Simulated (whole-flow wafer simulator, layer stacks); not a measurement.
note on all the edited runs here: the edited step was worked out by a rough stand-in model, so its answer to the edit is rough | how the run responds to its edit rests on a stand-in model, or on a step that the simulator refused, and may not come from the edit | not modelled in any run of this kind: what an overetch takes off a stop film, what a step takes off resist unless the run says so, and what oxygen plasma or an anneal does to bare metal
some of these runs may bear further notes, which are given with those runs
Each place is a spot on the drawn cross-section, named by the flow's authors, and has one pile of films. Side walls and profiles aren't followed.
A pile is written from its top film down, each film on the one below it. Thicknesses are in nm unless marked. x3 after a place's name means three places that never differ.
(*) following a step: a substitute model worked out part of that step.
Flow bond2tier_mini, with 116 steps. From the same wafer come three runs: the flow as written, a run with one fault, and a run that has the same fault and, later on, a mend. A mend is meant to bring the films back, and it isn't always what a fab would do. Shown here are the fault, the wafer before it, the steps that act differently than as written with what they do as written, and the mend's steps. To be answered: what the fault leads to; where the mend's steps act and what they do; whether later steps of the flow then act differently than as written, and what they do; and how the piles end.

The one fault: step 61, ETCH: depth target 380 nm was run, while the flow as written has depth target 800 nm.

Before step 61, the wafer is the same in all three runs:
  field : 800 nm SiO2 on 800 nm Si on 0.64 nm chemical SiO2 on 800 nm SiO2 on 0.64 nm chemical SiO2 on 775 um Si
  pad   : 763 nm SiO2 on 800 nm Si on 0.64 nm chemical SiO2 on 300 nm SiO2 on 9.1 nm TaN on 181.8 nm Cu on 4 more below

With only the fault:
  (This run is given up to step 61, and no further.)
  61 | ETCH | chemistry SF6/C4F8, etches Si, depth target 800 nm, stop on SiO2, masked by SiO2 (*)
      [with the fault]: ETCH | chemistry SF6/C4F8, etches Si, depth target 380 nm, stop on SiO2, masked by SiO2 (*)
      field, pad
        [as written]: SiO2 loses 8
        [with the fault]: SiO2 loses 3.8
  The piles after step 61 are only slightly different from the flow's at the places that both follow, by no more than 2% or 0.5 nm, whichever is larger.

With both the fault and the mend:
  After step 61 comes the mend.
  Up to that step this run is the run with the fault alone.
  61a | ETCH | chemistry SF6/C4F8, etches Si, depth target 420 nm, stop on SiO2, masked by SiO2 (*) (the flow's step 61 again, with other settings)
      field, pad
        SiO2 loses 4.2
  None of the later steps of the flow acts differently than as written at any place that is followed.
  The piles end the same as the flow's at every place that both follow.
